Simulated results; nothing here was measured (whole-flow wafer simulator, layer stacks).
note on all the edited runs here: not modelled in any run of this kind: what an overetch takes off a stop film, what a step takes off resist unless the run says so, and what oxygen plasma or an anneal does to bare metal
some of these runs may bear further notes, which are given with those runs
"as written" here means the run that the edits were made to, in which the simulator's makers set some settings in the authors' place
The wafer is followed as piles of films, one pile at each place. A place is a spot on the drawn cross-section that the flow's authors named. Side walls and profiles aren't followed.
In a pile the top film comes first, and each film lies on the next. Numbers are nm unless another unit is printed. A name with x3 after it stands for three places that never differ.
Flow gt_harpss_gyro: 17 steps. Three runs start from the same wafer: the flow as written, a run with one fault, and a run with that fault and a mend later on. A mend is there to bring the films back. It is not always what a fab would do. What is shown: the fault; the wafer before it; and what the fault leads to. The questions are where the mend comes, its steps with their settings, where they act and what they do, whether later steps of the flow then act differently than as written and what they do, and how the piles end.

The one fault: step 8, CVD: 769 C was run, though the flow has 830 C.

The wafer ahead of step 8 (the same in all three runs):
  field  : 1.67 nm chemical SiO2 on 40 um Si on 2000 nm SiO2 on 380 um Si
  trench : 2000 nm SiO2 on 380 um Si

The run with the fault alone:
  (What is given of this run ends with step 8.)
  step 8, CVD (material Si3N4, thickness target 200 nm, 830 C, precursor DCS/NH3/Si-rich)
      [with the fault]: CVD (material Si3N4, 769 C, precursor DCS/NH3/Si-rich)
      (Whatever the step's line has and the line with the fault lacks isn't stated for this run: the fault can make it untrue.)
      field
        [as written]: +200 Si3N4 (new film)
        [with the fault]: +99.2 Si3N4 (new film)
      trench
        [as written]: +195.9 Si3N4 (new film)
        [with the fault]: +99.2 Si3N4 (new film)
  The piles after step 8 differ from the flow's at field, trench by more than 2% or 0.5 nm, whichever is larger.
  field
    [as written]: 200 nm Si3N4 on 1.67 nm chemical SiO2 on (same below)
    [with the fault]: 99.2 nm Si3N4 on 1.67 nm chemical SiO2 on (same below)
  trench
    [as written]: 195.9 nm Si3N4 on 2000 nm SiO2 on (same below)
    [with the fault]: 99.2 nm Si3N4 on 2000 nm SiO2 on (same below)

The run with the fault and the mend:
  The mend follows step 8.
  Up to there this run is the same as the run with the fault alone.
  step 8a, ETCH (chemistry h3po4, depth target 115.2 nm)
      field, trench
        -99.2 Si3N4 (all of it)
  step 8b, CLEAN (chemistry SPM) (a further turn of the flow's step 1)
      does not change any film at any place that is followed
  step 8c, CVD (material Si3N4, thickness target 200 nm, 830 C, precursor DCS/NH3/Si-rich) (a further turn of the flow's step 8)
      field
        +200 Si3N4 (new film)
      trench
        +195.9 Si3N4 (new film)
  Later steps of the flow that are run all act as written at every place that is followed.
  The piles end the same as the flow's at every place that both follow.
